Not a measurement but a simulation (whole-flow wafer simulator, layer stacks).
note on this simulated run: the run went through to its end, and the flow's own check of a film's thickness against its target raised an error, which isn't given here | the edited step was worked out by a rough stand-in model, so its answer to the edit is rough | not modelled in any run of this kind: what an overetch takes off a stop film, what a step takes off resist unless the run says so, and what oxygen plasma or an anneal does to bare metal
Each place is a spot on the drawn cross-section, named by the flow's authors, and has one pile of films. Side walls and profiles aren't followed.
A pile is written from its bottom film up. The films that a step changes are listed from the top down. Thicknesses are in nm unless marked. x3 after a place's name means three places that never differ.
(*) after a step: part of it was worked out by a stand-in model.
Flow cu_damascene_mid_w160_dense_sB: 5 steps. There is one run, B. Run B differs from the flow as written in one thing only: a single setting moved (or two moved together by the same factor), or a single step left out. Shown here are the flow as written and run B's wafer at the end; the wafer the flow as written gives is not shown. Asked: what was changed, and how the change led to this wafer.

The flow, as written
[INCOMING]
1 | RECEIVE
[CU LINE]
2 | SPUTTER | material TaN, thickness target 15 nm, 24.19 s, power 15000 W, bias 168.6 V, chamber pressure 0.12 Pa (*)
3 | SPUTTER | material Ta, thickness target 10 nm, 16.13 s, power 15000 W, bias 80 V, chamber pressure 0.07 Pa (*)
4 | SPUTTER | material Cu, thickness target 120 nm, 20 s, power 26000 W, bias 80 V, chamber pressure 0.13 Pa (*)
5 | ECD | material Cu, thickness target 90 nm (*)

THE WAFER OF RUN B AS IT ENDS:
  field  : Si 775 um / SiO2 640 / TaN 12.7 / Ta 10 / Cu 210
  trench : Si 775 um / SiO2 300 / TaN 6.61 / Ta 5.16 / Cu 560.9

Cause: step 2, SPUTTER: power 12700 W was run, whereas the flow has power 15000 W.

Step by step, how the change led to this:
  2 | SPUTTER | material TaN, thickness target 15 nm, 24.19 s, power 15000 W, bias 168.6 V, chamber pressure 0.12 Pa (*)
      field: +12.7 TaN (new film) (it would be, as written: +15 TaN (new film))
      trench: +6.61 TaN (new film) (it would be, as written: +7.82 TaN (new film))
